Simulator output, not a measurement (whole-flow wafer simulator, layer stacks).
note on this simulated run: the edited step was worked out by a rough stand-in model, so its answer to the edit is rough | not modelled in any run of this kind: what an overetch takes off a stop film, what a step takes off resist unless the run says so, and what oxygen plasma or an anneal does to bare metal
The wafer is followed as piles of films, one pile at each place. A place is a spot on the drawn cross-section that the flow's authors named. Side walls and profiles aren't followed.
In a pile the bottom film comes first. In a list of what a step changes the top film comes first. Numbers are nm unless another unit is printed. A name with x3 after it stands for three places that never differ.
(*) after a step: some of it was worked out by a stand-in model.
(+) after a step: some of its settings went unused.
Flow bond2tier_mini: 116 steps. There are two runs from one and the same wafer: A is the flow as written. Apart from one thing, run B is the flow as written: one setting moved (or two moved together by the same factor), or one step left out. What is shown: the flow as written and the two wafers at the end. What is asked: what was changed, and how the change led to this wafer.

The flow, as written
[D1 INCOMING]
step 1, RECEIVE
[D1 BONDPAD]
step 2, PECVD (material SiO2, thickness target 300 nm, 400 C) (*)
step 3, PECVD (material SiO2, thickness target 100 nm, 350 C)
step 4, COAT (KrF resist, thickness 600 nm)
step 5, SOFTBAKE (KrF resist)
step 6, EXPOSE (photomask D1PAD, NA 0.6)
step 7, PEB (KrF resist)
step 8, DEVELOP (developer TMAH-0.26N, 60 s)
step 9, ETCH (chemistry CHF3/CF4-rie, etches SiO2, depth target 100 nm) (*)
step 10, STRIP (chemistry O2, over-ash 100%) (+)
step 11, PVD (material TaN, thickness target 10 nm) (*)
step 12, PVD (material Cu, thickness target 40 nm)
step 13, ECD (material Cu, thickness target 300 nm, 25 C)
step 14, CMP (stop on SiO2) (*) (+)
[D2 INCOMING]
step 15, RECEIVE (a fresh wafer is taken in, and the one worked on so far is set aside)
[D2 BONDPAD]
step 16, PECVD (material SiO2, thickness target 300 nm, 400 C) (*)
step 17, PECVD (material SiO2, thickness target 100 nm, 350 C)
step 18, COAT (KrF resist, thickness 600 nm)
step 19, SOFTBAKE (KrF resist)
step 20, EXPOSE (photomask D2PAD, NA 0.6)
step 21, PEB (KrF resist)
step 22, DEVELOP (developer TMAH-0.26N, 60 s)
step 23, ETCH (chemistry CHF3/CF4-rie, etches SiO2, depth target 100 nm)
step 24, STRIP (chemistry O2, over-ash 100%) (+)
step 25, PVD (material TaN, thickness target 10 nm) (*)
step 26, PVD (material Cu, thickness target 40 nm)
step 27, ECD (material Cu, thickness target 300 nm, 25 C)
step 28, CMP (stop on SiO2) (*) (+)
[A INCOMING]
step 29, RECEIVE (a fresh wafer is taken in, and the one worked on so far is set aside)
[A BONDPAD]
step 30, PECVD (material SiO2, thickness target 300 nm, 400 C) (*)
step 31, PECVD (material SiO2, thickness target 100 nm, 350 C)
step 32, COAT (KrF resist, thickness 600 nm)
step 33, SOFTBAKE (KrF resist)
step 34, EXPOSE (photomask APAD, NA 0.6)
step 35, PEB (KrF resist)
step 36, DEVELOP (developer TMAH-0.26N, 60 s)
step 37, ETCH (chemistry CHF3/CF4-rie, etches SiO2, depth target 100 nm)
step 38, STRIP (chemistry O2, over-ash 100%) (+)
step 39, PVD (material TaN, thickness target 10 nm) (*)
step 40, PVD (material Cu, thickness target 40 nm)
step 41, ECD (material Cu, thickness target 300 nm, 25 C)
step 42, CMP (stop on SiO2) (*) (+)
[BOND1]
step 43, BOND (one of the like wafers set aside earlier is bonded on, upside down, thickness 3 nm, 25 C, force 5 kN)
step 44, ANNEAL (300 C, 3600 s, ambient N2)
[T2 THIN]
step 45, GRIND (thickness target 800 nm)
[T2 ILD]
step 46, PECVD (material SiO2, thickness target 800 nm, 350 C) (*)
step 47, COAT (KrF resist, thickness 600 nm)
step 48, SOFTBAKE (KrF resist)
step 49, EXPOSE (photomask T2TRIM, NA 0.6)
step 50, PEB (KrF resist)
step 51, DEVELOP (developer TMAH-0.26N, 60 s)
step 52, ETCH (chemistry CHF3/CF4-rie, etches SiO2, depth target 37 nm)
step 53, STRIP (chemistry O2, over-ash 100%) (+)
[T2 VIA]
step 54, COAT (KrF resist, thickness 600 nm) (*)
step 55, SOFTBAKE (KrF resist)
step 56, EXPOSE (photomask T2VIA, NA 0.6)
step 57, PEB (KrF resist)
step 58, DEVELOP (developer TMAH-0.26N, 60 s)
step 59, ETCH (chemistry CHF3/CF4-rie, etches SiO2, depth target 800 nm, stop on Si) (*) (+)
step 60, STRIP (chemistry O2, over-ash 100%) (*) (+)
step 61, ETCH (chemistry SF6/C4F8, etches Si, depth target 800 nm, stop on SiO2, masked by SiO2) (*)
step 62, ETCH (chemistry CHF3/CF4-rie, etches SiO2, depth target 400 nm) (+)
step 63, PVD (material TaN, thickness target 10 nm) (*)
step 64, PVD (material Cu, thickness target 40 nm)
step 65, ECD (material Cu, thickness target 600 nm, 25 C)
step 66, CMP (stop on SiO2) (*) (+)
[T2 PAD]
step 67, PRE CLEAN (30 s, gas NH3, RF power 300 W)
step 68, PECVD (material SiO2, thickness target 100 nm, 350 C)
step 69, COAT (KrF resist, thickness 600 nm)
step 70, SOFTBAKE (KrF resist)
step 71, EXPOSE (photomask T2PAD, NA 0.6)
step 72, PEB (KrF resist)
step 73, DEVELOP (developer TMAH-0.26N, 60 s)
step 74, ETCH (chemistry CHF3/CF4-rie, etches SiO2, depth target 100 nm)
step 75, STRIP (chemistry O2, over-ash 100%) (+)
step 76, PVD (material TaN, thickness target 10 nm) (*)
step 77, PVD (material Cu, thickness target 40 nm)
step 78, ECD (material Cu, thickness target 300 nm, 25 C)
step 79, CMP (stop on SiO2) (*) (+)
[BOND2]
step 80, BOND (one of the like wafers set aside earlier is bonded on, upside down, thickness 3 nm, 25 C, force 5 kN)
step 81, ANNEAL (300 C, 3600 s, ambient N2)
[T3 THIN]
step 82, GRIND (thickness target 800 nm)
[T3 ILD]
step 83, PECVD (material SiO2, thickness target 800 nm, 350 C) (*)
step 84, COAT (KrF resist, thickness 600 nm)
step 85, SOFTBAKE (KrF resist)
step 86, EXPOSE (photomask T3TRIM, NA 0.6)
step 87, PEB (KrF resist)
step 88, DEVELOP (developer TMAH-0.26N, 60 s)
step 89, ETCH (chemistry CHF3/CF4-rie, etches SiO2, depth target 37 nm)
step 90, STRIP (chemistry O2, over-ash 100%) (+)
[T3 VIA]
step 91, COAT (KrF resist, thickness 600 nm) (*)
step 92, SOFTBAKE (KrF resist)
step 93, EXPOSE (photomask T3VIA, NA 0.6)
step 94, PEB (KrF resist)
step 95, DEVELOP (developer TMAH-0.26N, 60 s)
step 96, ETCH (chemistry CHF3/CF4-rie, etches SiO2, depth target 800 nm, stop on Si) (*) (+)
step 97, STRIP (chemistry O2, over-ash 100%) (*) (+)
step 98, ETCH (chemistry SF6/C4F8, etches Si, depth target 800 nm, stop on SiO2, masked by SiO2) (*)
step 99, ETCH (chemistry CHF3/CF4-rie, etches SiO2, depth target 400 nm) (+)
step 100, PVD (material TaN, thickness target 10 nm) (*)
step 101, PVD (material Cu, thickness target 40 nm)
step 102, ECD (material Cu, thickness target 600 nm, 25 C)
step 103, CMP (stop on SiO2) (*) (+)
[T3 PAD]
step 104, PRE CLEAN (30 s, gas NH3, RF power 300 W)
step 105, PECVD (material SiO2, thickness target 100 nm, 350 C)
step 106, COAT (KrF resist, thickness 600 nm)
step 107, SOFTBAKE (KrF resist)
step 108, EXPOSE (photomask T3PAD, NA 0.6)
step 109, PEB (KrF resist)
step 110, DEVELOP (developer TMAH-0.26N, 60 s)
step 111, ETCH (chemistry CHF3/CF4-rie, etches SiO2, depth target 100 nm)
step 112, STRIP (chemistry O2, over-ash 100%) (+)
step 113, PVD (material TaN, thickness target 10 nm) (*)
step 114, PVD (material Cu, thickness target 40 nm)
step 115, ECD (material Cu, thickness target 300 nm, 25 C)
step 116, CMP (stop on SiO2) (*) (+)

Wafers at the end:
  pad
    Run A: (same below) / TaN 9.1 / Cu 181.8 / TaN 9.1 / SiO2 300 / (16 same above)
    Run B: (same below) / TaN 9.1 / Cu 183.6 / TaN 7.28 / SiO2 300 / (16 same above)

What caused this: step 11, PVD: thickness target 8 nm was run, whereas the flow has thickness target 10 nm.

Step by step, how the change led to this:
  step 11, PVD (material TaN, thickness target 10 nm) (*)
      field: A +10 TaN (new film) | B +8 TaN (new film)
      pad: A +9.1 TaN (new film) | B +7.28 TaN (new film)
      (and at 1 other place as well)
  step 14, CMP (stop on SiO2) (*) (+)
      field: A -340 Cu (all of it), -10 TaN (all of it) | B -340 Cu (all of it), -8 TaN (all of it)
  step 43, BOND (one of the like wafers set aside earlier is bonded on, upside down, thickness 3 nm, 25 C, force 5 kN)
      pad: A +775 um Si (new film), +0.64 chemical SiO2 (new film), +300 SiO2 (new film), +9.1 TaN (new film), +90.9 Cu | B +775 um Si (new film), +0.64 chemical SiO2 (new film), +300 SiO2 (new film), +7.28 TaN (new film), +92.7 Cu
      via: A +775 um Si (new film), +0.64 chemical SiO2 (new film), +300 SiO2 (new film), +9.97 TaN (new film), +90 Cu | B +775 um Si (new film), +0.64 chemical SiO2 (new film), +300 SiO2 (new film), +7.98 TaN (new film), +92 Cu
